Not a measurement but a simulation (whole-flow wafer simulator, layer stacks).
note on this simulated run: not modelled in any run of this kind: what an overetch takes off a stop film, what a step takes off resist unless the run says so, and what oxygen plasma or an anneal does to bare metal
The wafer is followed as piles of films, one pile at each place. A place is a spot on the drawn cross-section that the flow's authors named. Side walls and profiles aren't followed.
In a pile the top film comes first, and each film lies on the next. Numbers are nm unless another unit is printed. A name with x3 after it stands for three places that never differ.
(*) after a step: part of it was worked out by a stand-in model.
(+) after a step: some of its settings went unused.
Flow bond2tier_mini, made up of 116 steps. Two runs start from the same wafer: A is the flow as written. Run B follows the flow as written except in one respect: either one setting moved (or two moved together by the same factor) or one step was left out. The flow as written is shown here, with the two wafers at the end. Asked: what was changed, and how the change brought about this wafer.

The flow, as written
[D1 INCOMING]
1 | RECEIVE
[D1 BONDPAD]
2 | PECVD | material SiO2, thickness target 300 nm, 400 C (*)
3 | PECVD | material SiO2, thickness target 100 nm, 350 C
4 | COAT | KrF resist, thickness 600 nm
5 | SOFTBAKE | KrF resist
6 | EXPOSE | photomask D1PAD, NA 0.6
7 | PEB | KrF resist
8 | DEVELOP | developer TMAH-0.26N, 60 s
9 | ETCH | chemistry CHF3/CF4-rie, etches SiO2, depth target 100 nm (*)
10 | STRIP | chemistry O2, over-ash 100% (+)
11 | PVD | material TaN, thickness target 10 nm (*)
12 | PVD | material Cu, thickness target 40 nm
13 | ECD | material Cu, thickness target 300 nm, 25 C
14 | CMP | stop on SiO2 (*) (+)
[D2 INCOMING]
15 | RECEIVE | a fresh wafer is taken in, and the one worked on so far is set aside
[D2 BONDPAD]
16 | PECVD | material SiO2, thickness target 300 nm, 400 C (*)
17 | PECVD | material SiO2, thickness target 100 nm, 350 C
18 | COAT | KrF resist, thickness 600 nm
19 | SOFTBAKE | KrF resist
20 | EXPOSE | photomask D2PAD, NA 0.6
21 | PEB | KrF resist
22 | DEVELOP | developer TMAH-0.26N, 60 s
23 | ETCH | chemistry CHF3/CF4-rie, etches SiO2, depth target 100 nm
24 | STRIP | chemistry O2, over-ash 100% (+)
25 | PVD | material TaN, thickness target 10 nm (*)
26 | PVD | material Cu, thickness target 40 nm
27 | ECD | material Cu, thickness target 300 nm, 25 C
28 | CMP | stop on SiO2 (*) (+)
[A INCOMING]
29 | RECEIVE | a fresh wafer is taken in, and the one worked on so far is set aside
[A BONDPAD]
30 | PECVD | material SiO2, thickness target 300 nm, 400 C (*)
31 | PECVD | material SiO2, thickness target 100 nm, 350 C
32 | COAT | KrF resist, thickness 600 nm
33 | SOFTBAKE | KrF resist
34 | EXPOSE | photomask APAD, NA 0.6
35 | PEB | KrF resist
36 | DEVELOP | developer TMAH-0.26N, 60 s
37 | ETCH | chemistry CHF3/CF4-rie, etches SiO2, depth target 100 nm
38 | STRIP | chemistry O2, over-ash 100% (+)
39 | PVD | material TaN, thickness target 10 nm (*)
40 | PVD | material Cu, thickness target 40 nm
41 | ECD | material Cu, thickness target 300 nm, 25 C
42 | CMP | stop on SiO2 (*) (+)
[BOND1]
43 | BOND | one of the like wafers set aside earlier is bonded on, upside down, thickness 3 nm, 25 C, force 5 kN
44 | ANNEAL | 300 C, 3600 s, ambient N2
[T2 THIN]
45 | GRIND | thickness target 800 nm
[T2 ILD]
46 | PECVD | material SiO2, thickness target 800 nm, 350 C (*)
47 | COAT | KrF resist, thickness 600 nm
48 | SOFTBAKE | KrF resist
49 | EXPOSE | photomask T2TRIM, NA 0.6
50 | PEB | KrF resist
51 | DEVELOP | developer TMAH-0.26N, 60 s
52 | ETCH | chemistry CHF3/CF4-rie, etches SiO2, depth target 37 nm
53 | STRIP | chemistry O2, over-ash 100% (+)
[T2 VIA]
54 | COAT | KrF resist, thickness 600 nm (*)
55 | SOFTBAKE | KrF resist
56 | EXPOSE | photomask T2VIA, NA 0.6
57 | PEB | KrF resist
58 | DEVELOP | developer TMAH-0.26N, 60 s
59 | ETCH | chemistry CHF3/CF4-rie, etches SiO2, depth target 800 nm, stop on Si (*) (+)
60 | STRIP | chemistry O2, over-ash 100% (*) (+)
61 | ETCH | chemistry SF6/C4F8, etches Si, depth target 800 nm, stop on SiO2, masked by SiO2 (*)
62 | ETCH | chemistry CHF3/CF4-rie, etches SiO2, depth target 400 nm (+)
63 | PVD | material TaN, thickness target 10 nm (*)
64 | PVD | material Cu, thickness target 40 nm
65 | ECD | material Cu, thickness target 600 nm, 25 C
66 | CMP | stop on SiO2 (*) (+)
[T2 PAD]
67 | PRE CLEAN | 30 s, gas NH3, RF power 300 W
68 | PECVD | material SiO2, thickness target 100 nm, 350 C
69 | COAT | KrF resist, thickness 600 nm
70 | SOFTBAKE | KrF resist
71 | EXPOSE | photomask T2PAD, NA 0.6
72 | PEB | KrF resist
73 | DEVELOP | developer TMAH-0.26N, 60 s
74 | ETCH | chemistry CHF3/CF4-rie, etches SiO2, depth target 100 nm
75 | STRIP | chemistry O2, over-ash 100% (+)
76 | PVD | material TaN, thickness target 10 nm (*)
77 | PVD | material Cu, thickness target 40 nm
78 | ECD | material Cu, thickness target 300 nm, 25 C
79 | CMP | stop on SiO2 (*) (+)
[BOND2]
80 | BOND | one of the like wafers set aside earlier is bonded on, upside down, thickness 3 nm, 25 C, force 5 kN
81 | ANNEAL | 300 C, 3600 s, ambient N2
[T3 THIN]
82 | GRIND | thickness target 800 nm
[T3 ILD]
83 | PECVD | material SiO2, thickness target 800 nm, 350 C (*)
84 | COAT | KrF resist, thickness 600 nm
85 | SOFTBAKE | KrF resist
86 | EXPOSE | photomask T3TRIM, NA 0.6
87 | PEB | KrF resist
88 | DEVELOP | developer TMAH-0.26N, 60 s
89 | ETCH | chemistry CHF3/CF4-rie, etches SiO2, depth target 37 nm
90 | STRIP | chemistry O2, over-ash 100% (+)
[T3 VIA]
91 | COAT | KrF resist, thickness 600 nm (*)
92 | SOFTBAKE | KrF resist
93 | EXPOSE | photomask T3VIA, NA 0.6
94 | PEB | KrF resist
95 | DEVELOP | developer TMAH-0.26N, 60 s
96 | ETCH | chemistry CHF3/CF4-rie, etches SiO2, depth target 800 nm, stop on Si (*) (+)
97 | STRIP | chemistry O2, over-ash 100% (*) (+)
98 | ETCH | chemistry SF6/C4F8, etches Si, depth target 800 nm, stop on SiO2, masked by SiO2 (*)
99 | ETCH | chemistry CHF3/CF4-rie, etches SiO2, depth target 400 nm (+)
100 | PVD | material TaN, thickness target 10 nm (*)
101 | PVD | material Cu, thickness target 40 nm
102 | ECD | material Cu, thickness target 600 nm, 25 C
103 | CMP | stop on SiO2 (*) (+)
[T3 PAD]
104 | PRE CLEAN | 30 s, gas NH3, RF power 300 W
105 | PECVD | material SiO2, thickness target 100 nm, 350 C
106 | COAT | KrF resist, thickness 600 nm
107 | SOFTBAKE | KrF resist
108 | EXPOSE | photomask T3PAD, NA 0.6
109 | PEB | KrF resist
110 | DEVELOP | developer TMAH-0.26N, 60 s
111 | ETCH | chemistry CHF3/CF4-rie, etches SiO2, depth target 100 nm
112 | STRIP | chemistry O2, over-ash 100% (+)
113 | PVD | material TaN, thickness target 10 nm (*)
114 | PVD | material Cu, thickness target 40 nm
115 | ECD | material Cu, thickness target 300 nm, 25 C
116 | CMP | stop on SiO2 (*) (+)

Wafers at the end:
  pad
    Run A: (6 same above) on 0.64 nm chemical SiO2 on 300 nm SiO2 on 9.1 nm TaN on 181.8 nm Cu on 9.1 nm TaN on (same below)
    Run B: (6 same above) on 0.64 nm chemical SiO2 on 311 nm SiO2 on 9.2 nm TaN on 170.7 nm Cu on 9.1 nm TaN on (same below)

The reason: step 23, ETCH: depth target 89 nm was run, while the flow as written has depth target 100 nm.

How this came from the change, step by step:
  23 | ETCH | chemistry CHF3/CF4-rie, etches SiO2, depth target 100 nm
      pad, via: A -100 SiO2 | B -89 SiO2
      field: A -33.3 KrF resist | B -29.7 KrF resist
  27 | ECD | material Cu, thickness target 300 nm, 25 C
      pad: A +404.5 Cu | B +393 Cu
      via: A +400.2 Cu | B +389.1 Cu
  80 | BOND | one of the like wafers set aside earlier is bonded on, upside down, thickness 3 nm, 25 C, force 5 kN
      pad: A +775 um Si (new film), +0.64 chemical SiO2 (new film), +300 SiO2 (new film), +9.1 TaN (new film), +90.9 Cu | B +775 um Si (new film), +0.64 chemical SiO2 (new film), +311 SiO2 (new film), +9.2 TaN (new film), +79.8 Cu
